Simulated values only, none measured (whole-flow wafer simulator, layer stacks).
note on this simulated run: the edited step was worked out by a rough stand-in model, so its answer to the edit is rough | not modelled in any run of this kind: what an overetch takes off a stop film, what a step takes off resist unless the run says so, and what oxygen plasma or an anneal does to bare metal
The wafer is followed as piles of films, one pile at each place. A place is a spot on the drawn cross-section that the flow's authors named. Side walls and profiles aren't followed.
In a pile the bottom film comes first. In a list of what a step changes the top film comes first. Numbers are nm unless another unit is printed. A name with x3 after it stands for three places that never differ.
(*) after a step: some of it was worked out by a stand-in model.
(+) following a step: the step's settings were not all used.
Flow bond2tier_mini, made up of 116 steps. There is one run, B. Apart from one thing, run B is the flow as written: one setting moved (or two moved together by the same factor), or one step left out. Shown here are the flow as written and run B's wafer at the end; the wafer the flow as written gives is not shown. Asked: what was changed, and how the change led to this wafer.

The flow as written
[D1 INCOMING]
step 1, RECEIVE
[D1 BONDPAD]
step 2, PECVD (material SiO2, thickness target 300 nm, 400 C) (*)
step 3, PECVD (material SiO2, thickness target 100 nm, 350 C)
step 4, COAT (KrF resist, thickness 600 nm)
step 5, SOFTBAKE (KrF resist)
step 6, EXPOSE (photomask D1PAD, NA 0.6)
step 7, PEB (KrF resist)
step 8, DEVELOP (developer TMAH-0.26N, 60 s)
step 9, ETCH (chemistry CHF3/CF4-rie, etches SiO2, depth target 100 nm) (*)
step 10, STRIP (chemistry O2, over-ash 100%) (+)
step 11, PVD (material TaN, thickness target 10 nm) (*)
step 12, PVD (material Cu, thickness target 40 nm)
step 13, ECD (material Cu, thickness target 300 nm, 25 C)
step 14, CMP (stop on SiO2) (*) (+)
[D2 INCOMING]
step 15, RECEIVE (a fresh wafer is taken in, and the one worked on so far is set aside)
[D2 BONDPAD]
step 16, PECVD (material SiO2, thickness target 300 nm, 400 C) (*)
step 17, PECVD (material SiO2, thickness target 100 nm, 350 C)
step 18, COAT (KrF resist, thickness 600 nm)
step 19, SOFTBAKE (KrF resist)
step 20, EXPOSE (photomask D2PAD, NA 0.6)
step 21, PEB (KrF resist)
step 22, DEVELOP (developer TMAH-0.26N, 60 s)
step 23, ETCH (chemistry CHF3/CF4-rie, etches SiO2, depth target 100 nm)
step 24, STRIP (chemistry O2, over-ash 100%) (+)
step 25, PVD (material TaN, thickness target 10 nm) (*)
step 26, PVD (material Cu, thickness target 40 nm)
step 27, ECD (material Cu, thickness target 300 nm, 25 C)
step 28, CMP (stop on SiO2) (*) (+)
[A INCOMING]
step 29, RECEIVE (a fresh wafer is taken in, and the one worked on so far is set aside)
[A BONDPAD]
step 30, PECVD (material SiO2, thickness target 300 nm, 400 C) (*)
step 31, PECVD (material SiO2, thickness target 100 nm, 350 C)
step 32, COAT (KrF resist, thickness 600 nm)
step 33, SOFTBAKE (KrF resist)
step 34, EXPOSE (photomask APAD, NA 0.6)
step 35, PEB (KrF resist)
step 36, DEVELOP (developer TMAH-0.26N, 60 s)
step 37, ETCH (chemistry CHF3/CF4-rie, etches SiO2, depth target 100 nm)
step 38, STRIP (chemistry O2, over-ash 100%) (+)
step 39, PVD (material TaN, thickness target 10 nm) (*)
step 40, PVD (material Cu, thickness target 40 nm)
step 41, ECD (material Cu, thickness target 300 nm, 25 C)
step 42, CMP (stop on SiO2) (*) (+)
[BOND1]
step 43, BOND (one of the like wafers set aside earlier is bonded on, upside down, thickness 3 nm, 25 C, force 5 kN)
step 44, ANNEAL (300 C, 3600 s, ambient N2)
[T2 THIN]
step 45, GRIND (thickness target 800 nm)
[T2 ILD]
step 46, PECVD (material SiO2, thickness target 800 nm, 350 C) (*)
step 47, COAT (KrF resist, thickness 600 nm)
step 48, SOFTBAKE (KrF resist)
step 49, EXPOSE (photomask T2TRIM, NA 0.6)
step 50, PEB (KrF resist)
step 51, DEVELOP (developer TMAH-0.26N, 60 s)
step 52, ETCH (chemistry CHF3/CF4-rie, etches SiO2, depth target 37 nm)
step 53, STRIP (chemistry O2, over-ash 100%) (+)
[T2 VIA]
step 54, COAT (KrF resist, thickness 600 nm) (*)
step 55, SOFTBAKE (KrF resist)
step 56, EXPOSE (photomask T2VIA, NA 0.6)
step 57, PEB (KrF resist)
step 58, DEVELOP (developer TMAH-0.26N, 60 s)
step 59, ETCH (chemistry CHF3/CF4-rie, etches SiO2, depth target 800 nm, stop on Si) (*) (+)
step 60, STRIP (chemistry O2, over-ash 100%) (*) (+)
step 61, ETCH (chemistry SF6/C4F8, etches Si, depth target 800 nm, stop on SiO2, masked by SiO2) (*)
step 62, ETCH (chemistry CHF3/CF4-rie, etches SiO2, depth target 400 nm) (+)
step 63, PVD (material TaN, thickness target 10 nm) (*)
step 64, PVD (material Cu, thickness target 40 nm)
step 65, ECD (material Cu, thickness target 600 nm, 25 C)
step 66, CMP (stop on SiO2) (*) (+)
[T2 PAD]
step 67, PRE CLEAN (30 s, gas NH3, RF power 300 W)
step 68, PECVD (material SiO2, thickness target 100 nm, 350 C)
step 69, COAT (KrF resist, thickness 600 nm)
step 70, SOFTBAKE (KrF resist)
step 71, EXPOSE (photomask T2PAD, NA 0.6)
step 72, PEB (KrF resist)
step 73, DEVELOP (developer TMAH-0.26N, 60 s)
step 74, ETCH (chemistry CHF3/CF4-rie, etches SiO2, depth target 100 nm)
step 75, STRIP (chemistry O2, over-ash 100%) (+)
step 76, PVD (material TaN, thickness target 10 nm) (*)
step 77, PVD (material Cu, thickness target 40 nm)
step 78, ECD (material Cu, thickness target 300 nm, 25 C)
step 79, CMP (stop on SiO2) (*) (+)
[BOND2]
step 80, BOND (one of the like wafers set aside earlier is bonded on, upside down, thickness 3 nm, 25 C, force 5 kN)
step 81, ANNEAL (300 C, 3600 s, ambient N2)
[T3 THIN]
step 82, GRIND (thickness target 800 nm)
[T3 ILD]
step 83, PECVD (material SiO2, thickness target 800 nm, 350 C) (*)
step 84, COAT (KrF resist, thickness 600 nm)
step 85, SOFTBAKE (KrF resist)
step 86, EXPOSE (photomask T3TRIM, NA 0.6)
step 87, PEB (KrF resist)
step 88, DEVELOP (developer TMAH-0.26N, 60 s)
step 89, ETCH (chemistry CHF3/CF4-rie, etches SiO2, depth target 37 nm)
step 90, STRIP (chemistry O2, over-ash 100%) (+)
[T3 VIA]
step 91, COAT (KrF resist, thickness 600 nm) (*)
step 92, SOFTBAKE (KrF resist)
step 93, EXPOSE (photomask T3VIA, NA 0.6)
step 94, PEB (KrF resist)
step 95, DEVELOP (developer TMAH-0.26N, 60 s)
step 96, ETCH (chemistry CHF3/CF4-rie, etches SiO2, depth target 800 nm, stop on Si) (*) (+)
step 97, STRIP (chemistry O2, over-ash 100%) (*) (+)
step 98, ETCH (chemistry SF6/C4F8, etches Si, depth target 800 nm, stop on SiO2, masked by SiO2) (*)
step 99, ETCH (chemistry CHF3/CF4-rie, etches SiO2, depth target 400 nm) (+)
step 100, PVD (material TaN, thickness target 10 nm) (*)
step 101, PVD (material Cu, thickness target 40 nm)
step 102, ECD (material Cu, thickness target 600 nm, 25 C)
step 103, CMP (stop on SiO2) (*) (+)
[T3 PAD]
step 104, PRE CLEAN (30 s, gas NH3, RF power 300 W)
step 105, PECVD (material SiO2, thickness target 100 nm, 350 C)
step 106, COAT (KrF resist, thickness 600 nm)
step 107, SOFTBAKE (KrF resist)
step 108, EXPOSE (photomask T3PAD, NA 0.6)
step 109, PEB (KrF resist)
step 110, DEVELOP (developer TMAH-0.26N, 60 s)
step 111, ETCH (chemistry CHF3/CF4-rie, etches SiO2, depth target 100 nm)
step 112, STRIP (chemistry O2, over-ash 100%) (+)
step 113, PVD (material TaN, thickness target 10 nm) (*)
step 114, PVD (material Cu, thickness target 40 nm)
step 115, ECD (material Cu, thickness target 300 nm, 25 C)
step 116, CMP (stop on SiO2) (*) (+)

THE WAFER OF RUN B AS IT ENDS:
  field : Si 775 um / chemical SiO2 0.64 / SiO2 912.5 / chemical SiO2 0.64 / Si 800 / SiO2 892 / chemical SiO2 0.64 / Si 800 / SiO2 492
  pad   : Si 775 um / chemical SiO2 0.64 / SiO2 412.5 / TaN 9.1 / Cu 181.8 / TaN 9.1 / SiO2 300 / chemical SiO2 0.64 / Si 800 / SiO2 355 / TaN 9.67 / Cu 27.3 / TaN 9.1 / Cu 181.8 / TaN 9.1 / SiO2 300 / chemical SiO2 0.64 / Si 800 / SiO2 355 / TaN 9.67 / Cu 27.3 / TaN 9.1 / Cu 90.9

The reason: step 30, PECVD: thickness target 412.5 nm was run, while the flow as written has thickness target 300 nm.
One can read it off the wafer: pad has SiO2 412.5, and step 30 as written asks for 300 nm.

Step by step, how the change led to this:
  step 30, PECVD (material SiO2, thickness target 300 nm, 400 C) (*)
      field, pad, via: SiO2 gains 412.5 (new film) (it would be, as written: SiO2 gains 300 (new film))
